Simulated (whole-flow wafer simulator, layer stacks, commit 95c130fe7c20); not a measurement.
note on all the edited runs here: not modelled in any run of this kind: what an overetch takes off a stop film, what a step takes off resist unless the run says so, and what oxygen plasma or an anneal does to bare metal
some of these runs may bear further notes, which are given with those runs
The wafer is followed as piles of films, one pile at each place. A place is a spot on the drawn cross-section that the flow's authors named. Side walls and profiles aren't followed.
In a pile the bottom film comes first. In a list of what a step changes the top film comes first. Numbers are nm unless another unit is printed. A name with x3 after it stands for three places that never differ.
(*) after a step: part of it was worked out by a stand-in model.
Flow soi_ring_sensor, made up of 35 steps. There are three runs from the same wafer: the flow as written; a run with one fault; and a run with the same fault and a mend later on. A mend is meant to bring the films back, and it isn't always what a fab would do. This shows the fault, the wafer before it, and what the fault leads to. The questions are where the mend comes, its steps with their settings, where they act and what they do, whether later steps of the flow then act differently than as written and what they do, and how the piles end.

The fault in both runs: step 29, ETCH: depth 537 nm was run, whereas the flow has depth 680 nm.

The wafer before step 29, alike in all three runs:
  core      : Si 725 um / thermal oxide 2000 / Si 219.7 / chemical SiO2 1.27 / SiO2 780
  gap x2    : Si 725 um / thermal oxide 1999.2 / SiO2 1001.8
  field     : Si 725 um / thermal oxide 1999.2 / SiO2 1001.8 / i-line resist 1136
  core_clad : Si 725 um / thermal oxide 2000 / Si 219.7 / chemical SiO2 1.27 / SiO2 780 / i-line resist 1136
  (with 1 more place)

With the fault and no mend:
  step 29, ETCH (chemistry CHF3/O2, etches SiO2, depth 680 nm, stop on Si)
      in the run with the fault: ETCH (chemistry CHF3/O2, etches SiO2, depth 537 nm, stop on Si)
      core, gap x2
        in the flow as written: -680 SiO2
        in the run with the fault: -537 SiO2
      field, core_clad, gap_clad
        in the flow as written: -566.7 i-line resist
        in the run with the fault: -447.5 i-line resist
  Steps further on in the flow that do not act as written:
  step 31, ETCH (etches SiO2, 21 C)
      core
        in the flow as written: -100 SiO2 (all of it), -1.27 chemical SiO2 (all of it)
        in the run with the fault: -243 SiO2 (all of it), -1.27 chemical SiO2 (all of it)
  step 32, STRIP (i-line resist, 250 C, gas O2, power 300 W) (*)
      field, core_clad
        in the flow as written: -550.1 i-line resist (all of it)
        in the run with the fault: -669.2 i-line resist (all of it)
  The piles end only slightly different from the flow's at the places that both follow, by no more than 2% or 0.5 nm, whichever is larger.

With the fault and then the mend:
  The mend stands after step 29.
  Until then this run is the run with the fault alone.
  step 29a, ETCH (chemistry CHF3/O2, etches SiO2, depth 143 nm, stop on Si) (the flow's step 29, run once more with other settings)
      core, gap x2
        -143 SiO2
      field, core_clad, gap_clad
        -119.2 i-line resist
  Every later step of the flow that is run acts as written at every place that is followed.
  By the end, the piles equal the flow's at every place that both follow.
